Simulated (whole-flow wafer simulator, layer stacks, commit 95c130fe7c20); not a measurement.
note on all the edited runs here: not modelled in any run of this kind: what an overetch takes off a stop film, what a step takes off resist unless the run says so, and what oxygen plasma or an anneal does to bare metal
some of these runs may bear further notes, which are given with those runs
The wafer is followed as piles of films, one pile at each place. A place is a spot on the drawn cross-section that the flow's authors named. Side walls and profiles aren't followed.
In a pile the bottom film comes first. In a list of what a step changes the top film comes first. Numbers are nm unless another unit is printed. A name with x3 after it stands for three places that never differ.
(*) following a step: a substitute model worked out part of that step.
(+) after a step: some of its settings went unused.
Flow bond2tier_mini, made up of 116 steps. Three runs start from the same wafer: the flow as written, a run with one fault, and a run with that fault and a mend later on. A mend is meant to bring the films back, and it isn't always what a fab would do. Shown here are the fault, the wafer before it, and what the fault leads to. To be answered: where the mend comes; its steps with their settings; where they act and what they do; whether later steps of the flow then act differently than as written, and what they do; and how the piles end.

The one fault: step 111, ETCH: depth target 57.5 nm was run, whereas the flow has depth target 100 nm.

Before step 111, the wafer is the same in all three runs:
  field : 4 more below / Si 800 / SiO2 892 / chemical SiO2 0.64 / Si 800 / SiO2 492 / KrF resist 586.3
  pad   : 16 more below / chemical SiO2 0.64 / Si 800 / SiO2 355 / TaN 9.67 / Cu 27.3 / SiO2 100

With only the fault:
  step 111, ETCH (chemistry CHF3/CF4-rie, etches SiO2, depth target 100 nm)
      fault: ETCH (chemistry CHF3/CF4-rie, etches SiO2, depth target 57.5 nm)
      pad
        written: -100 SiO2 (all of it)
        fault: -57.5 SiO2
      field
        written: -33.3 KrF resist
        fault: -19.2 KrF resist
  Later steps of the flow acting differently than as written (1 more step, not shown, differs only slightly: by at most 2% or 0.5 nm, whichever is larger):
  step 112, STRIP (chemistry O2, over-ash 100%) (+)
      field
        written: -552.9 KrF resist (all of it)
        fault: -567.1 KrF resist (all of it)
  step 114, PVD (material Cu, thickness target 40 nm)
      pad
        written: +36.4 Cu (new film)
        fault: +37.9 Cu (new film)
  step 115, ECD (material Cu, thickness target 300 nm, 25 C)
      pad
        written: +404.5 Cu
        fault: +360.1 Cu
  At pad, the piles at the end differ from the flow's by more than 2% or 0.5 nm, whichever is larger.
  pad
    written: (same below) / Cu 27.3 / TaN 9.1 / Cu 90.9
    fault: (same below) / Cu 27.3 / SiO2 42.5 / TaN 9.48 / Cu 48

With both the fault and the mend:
  The mend follows step 112.
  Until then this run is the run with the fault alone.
  step 112a, COAT (KrF resist, thickness 600 nm) (*) (a further turn of the flow's step 106)
      field
        +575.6 KrF resist (new film)
      pad
        +625.4 KrF resist (new film)
  step 112b, SOFTBAKE (KrF resist) (a further turn of the flow's step 107)
      alters no film at any place that is followed
  step 112c, EXPOSE (photomask T3PAD, NA 0.6) (a further turn of the flow's step 108)
      alters no film at any place that is followed
  step 112d, PEB (KrF resist) (a further turn of the flow's step 109)
      alters no film at any place that is followed
  step 112e, DEVELOP (developer TMAH-0.26N, 60 s) (a further turn of the flow's step 110)
      field
        -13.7 KrF resist
      pad
        -625.4 KrF resist (all of it)
  step 112f, ETCH (chemistry CHF3/CF4-rie, etches SiO2, depth target 42.5 nm) (a further turn of the flow's step 111, with different settings)
      field
        -14.2 KrF resist
      pad
        -42.5 SiO2 (all of it)
  step 112g, STRIP (chemistry O2, over-ash 100%) (+) (a further turn of the flow's step 112)
      field
        -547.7 KrF resist (all of it)
  Later steps of the flow that are run all act as written at every place that is followed.
  By the end, the piles equal the flow's at every place that both follow.
